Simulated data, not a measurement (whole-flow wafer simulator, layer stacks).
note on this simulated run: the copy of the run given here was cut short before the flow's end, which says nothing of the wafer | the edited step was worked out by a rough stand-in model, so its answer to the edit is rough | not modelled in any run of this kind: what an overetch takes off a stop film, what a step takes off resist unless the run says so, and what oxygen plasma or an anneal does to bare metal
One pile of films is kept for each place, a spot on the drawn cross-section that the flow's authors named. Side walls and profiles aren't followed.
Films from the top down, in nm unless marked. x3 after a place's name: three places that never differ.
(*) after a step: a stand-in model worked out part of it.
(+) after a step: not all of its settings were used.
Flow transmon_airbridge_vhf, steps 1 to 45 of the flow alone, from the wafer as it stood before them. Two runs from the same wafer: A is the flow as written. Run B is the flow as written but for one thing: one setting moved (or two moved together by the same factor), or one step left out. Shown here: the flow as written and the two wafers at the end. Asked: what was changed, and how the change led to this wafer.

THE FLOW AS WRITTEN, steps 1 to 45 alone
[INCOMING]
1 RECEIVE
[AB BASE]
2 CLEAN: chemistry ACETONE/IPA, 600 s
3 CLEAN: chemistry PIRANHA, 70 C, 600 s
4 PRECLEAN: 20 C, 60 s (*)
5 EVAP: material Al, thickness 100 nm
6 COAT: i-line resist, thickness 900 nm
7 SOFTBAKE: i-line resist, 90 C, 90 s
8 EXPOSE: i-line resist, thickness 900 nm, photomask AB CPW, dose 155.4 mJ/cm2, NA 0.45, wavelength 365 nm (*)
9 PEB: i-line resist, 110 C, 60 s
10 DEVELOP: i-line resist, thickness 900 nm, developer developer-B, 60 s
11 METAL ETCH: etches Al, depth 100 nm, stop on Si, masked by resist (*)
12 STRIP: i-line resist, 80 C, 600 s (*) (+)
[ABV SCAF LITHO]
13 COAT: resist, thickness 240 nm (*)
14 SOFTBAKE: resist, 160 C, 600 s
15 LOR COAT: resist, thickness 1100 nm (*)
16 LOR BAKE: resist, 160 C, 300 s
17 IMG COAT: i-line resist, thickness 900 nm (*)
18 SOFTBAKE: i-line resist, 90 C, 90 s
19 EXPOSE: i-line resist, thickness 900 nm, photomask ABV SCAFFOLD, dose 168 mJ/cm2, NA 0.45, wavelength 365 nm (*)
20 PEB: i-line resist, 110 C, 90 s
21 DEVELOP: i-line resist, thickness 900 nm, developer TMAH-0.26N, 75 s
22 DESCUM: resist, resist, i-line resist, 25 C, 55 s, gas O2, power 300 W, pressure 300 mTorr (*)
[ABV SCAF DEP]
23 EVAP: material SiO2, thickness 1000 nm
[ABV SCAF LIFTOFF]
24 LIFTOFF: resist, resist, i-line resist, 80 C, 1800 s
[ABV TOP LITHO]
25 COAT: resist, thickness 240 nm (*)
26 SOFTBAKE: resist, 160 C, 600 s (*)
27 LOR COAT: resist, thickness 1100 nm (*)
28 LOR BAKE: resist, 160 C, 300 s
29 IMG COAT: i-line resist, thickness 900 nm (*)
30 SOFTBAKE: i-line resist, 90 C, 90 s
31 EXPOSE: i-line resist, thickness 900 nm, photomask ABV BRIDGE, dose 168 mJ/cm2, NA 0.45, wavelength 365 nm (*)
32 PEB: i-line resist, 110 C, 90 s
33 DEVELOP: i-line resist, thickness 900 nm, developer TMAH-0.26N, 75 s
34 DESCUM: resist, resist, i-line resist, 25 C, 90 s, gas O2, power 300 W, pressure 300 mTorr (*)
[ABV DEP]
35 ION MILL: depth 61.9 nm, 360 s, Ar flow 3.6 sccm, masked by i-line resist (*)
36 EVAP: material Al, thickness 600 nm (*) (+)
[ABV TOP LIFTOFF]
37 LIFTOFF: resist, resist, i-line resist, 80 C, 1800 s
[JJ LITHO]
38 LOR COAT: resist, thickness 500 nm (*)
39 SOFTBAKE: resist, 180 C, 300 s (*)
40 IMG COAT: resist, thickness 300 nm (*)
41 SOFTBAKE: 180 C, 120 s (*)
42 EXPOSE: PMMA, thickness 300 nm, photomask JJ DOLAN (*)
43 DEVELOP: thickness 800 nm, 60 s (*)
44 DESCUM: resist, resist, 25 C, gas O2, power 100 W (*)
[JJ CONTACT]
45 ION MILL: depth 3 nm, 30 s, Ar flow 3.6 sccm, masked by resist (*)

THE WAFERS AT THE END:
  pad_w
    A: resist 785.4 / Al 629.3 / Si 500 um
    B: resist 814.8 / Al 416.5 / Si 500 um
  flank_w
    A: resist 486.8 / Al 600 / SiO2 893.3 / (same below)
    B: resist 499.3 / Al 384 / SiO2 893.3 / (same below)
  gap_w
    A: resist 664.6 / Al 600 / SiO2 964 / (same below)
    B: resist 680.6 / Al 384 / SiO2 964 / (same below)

The cause: step 36, EVAP: thickness 384 nm was run, where the flow has thickness 600 nm.
It can be read off the wafer: flank_w has Al 384, and step 36 as written asks for 600 nm.

How the change led to this, step by step:
  36 EVAP: material Al, thickness 600 nm (*) (+)
      field x3, jj_line, ground_far and 10 more: A Al +600 (new film) | B Al +384 (new film)
      pad_w, pad_e: A Al +591.2 | B Al +378.4
  37 LIFTOFF: resist, resist, i-line resist, 80 C, 1800 s
      field x3, jj_line, trace_open_s x2: A Al -600 (all of it), i-line resist -600 (all of it), resist -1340 (all of it) | B Al -384 (all of it), i-line resist -600 (all of it), resist -1340 (all of it)
      margin_s, margin_n: A Al -600 (all of it), i-line resist -318.3 (all of it), resist -992 (all of it) | B Al -384 (all of it), i-line resist -318.3 (all of it), resist -992 (all of it)
      (and at 1 more place)
  38 LOR COAT: resist, thickness 500 nm (*)
      pad_w, pad_e: A resist +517 (new film) | B resist +536.8 (new film)
      margin_s, margin_n: A resist +445.3 (new film) | B resist +425.9 (new film)
      (and at 1 more place)
  40 IMG COAT: resist, thickness 300 nm (*)
      pad_w, pad_e: A resist +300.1 | B resist +309.8
      flank_w, flank_e: A resist +212.1 | B resist +219.5
      (and at 4 more places)
